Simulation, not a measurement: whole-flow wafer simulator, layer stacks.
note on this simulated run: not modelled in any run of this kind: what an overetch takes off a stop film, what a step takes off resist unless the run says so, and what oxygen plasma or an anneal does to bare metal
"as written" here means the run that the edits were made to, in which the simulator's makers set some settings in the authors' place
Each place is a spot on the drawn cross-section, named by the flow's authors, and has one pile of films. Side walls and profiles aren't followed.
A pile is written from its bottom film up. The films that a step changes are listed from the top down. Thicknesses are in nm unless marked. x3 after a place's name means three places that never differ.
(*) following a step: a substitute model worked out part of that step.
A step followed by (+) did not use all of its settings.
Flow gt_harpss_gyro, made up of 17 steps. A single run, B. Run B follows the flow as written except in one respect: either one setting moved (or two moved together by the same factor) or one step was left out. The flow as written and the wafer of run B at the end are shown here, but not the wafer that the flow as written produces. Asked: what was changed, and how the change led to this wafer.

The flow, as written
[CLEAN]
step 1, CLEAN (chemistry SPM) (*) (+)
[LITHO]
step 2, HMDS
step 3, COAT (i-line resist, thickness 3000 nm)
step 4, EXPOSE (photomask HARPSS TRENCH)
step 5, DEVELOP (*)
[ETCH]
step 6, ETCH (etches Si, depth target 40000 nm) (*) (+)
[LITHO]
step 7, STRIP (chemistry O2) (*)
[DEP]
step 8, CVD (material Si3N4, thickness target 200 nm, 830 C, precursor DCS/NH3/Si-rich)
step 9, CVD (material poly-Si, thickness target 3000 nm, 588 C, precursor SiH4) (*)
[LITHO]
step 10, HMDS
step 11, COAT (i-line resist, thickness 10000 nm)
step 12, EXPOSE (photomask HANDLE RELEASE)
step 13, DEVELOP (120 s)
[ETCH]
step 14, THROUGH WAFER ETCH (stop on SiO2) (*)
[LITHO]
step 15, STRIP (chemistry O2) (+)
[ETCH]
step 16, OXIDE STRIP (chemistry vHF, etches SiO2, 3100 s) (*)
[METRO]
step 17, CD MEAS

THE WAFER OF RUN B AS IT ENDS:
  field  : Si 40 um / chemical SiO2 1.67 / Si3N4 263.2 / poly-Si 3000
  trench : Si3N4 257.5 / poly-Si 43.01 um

What caused this: step 8, CVD: thickness target 263.2 nm was run, whereas the flow has thickness target 200 nm.
The wafer itself shows it: field has Si3N4 263.2, and step 8 as written asks for 200 nm.

The path from the change to this, step by step:
  step 8, CVD (material Si3N4, thickness target 200 nm, 830 C, precursor DCS/NH3/Si-rich)
      field: Si3N4 gains 263.2 (new film) (it would be, as written: Si3N4 gains 200 (new film))
      trench: Si3N4 gains 257.5 (new film) (it would be, as written: Si3N4 gains 195.9 (new film))
